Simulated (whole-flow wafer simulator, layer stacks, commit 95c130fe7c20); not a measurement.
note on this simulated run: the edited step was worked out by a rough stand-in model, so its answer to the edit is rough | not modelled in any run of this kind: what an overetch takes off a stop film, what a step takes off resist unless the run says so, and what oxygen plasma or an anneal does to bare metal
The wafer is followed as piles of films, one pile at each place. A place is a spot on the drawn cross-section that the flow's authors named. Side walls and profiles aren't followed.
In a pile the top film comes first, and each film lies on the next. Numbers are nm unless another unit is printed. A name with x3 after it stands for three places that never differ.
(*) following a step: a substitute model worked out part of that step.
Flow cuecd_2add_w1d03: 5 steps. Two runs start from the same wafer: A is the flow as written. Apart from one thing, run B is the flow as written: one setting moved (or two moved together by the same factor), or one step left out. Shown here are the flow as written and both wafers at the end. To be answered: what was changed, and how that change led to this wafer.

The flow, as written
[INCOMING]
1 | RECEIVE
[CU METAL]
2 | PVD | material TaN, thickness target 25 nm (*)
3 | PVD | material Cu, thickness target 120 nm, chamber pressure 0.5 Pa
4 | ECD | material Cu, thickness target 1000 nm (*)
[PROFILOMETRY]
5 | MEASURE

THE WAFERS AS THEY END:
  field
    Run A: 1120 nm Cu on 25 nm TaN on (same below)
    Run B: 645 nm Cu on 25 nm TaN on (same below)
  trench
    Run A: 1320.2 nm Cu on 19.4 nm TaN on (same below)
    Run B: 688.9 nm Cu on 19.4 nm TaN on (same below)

What caused this: step 4, ECD: thickness target 525 nm was run, while the flow as written has thickness target 1000 nm.

The path from the change to this, step by step:
  4 | ECD | material Cu, thickness target 1000 nm (*)
      field: A Cu gains 1000 | B Cu gains 525
      trench: A Cu gains 1226.8 | B Cu gains 595.4
